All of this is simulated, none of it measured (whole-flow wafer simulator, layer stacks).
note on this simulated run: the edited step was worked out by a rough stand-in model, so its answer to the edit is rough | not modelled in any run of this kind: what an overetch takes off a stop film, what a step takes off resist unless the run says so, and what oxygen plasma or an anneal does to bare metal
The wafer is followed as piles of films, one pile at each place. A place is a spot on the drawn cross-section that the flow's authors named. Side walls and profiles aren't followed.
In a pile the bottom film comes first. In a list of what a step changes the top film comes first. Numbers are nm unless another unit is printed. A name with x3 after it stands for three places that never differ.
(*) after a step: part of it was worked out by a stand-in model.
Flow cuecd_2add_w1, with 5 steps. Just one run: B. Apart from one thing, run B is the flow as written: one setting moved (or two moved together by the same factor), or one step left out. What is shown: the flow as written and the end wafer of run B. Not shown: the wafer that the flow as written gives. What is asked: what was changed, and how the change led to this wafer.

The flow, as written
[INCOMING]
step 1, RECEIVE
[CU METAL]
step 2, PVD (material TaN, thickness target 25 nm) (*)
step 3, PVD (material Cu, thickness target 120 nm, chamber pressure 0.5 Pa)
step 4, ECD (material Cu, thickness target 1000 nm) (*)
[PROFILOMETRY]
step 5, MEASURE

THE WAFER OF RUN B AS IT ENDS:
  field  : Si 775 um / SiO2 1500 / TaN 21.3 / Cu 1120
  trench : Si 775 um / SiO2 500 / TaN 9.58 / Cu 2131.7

What caused this: step 2, PVD: thickness target 21.3 nm was run, while the flow as written has thickness target 25 nm.
The wafer lets one read it off: field has TaN 21.3, and step 2 as written asks for 25 nm.

How this came from the change, step by step:
  step 2, PVD (material TaN, thickness target 25 nm) (*)
      field: TaN gains 21.3 (new film) (it would be, as written: TaN gains 25 (new film))
      trench: TaN gains 9.58 (new film) (it would be, as written: TaN gains 11.2 (new film))
